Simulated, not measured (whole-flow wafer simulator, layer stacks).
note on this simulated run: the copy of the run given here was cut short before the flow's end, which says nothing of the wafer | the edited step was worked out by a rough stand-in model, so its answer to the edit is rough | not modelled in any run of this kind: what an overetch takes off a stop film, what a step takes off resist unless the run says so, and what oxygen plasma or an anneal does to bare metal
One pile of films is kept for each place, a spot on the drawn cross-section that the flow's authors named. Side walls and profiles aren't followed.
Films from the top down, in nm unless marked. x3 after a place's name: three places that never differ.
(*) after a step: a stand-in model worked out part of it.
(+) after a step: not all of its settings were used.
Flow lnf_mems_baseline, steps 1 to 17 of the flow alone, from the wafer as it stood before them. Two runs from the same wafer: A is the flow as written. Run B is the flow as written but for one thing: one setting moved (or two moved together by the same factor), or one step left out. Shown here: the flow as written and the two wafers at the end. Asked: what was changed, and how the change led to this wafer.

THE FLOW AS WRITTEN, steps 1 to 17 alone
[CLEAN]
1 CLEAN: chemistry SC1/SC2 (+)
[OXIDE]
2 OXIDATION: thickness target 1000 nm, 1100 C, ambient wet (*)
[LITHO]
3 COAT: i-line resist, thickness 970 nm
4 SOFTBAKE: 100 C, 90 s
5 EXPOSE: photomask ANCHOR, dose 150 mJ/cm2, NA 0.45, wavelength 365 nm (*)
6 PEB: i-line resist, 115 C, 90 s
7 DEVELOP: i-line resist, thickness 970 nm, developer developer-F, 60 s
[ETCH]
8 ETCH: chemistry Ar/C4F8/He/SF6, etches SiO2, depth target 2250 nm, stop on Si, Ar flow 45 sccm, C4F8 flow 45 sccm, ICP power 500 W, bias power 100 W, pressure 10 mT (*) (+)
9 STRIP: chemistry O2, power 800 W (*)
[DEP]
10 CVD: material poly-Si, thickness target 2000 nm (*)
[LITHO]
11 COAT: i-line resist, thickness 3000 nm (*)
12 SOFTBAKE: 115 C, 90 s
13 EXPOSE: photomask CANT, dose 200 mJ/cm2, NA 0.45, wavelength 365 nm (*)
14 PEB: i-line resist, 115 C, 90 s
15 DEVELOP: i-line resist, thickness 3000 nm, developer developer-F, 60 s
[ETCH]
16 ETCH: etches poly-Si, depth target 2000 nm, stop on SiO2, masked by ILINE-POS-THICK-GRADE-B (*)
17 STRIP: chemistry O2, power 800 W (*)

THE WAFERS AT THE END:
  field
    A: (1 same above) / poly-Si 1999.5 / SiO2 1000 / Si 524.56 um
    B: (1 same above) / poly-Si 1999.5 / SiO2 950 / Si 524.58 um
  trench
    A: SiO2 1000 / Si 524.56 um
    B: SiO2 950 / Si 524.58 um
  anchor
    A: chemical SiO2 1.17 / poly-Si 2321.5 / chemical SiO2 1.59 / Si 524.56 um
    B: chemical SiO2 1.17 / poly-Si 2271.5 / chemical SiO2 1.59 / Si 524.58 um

The cause: step 2, OXIDATION: thickness target 950 nm was run, where the flow has thickness target 1000 nm.
It can be read off the wafer: field has SiO2 950, and step 2 as written asks for 1000 nm.

How the change led to this, step by step:
  2 OXIDATION: thickness target 1000 nm, 1100 C, ambient wet (*)
      field, anchor, beam, trench, char_slit: A SiO2 +1000 (new film), chemical SiO2 -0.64 (all of it), Si -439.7 | B SiO2 +950 (new film), chemical SiO2 -0.64 (all of it), Si -417.7
  8 ETCH: chemistry Ar/C4F8/He/SF6, etches SiO2, depth target 2250 nm, stop on Si, Ar flow 45 sccm, C4F8 flow 45 sccm, ICP power 500 W, bias power 100 W, pressure 10 mT (*) (+)
      field, beam, trench, char_slit: A i-line resist -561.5 | B i-line resist -536.5
      anchor: A SiO2 -1000 (all of it) | B SiO2 -950 (all of it)
  9 STRIP: chemistry O2, power 800 W (*)
      field, beam, trench, char_slit: A i-line resist -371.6 (all of it) | B i-line resist -396.6 (all of it)
  10 CVD: material poly-Si, thickness target 2000 nm (*)
      anchor: A poly-Si +2322 (new film) | B poly-Si +2272 (new film)
